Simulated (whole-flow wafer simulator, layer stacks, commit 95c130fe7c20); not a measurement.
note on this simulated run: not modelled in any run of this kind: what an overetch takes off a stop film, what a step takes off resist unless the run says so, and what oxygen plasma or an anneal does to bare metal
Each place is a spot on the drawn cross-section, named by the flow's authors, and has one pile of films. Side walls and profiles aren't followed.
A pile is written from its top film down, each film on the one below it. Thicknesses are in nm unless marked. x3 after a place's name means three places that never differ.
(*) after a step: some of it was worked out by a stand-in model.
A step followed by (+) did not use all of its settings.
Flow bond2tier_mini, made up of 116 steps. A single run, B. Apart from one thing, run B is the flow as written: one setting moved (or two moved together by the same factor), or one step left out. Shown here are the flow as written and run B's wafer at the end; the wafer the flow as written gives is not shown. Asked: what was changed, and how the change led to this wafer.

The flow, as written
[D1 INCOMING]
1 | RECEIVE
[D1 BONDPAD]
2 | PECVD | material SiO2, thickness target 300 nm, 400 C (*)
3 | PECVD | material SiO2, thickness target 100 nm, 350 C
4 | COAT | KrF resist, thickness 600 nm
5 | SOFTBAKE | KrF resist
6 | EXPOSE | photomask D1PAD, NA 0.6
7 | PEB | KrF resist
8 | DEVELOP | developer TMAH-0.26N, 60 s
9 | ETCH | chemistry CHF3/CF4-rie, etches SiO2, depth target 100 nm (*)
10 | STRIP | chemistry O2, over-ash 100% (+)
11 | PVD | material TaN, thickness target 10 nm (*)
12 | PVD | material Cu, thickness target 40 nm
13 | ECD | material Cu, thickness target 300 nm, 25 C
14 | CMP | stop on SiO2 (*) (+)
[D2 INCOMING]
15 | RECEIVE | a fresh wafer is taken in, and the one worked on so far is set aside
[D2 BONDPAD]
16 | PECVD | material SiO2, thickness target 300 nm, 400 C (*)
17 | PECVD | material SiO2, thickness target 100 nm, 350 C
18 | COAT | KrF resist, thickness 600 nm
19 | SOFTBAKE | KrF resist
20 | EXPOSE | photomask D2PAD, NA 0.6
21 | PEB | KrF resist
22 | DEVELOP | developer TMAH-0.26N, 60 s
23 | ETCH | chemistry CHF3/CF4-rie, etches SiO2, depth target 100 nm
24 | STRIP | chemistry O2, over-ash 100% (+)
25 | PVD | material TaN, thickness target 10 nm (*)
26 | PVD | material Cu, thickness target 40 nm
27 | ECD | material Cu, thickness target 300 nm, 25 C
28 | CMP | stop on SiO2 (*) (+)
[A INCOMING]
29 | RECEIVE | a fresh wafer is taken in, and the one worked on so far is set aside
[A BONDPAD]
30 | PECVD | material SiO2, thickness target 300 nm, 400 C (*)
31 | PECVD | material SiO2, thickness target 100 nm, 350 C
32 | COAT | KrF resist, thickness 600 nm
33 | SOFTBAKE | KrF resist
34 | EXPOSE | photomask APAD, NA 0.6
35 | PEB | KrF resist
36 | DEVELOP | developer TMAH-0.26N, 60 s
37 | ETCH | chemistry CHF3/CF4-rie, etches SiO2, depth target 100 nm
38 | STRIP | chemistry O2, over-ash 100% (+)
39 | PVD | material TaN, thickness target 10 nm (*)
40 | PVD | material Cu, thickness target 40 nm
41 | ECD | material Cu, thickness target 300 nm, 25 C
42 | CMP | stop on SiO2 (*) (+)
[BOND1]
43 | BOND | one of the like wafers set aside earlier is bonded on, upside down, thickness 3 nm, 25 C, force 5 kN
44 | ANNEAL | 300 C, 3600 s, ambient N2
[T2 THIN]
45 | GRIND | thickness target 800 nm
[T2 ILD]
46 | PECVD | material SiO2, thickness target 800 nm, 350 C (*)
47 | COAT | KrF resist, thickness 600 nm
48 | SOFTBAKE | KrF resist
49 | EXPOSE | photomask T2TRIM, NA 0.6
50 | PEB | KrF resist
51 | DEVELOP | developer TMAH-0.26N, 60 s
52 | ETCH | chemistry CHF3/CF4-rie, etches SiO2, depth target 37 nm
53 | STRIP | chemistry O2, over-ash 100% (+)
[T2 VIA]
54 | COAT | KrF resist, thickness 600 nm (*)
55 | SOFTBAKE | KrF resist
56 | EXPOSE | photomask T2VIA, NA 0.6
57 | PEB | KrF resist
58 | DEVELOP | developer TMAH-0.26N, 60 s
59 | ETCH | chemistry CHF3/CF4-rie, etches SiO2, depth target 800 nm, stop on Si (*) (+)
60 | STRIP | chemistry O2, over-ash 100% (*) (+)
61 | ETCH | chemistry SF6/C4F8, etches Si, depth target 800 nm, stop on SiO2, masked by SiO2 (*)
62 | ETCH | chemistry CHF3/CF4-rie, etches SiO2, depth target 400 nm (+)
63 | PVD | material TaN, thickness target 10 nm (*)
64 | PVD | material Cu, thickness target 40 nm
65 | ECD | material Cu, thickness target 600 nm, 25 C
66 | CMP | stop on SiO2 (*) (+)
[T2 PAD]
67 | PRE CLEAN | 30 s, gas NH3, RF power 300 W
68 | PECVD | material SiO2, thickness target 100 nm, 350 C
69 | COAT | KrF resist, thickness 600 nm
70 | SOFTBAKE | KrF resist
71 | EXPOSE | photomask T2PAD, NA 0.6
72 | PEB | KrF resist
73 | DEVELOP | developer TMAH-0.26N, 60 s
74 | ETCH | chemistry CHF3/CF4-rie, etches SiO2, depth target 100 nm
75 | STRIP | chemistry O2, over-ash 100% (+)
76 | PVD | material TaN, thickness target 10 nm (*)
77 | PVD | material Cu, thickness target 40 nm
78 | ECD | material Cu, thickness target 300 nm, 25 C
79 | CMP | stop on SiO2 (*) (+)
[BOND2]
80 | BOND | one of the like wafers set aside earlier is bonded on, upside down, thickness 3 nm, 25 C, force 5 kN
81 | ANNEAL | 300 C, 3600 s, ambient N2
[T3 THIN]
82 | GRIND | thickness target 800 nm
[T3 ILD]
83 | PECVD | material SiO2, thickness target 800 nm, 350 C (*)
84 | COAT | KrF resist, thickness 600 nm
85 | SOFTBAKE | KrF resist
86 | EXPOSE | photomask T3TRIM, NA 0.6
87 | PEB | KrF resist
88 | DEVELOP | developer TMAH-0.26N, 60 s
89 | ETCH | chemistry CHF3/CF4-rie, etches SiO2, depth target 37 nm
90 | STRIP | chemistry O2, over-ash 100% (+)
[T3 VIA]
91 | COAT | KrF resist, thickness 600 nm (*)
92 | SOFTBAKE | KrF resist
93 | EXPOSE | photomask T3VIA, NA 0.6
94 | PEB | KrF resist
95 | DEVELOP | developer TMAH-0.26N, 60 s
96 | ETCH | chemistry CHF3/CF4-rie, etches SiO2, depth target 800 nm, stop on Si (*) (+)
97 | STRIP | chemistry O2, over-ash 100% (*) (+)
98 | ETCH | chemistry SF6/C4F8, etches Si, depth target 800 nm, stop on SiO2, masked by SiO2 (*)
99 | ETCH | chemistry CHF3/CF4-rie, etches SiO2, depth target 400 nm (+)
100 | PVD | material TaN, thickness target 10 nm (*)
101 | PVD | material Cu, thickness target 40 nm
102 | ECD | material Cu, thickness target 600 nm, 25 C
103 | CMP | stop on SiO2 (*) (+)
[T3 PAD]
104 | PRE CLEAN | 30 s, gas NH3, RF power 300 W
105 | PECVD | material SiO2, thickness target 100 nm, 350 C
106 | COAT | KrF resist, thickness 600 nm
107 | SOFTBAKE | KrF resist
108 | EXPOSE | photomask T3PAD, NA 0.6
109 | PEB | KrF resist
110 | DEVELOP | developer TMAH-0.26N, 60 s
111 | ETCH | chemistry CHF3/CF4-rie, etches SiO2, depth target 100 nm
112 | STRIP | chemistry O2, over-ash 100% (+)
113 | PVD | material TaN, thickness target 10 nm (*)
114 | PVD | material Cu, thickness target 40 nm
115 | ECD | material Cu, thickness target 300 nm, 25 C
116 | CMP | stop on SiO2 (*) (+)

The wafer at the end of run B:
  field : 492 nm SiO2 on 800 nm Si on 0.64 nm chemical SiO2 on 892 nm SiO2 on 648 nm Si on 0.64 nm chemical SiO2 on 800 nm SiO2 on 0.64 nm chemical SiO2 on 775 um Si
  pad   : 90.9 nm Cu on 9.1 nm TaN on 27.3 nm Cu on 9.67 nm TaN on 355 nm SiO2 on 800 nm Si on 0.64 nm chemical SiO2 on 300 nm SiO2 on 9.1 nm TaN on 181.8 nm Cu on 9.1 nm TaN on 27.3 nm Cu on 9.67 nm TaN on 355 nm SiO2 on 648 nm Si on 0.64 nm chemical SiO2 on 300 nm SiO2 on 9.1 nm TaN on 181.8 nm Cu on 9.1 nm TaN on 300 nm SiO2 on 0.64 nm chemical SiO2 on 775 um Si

The reason: step 45, GRIND: thickness target 648 nm was run, though the flow has thickness target 800 nm.
One can read it off the wafer: field has Si 648, and step 45 as written asks for 800 nm.

Step by step, how the change led to this:
  45 | GRIND | thickness target 800 nm
      field, pad, via: Si loses 774.35 um (it would be, as written: Si loses 774.2 um)
